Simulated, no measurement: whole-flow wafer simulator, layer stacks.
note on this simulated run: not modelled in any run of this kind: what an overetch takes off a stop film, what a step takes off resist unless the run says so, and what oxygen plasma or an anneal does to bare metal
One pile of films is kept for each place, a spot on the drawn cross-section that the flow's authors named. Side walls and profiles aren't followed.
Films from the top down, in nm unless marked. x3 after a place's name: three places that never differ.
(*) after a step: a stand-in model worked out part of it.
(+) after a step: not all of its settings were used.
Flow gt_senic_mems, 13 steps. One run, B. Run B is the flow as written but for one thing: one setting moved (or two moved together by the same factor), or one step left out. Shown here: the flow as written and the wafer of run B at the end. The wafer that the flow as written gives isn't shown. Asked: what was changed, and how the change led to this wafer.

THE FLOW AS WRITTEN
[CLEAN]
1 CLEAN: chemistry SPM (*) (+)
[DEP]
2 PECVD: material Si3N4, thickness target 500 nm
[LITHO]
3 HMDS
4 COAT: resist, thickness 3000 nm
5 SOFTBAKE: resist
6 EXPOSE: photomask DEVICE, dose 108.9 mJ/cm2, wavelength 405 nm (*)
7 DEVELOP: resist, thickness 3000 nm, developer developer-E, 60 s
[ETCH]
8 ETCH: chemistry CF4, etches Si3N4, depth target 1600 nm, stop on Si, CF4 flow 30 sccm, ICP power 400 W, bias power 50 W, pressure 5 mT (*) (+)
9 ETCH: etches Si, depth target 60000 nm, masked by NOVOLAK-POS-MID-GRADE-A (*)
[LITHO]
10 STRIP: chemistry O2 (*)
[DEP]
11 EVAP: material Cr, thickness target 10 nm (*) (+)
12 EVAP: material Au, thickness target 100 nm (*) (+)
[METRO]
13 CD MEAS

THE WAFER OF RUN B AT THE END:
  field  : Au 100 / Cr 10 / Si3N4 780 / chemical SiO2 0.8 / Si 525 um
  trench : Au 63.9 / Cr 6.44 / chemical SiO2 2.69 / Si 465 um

The cause: step 2, PECVD: thickness target 780 nm was run, where the flow has thickness target 500 nm.
It can be read off the wafer: field has Si3N4 780, and step 2 as written asks for 500 nm.

How the change led to this, step by step:
  2 PECVD: material Si3N4, thickness target 500 nm
      field, trench: Si3N4 +780 (new film) (as written it would be: Si3N4 +500 (new film))
  8 ETCH: chemistry CF4, etches Si3N4, depth target 1600 nm, stop on Si, CF4 flow 30 sccm, ICP power 400 W, bias power 50 W, pressure 5 mT (*) (+)
      field: resist -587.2 (as written it would be: resist -400.5)
      trench: Si3N4 -780 (all of it), chemical SiO2 -0.8 (all of it) (as written it would be: Si3N4 -500 (all of it), chemical SiO2 -0.8 (all of it))
  10 STRIP: chemistry O2 (*)
      field: resist -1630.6 (all of it) (as written it would be: resist -1817.3 (all of it))
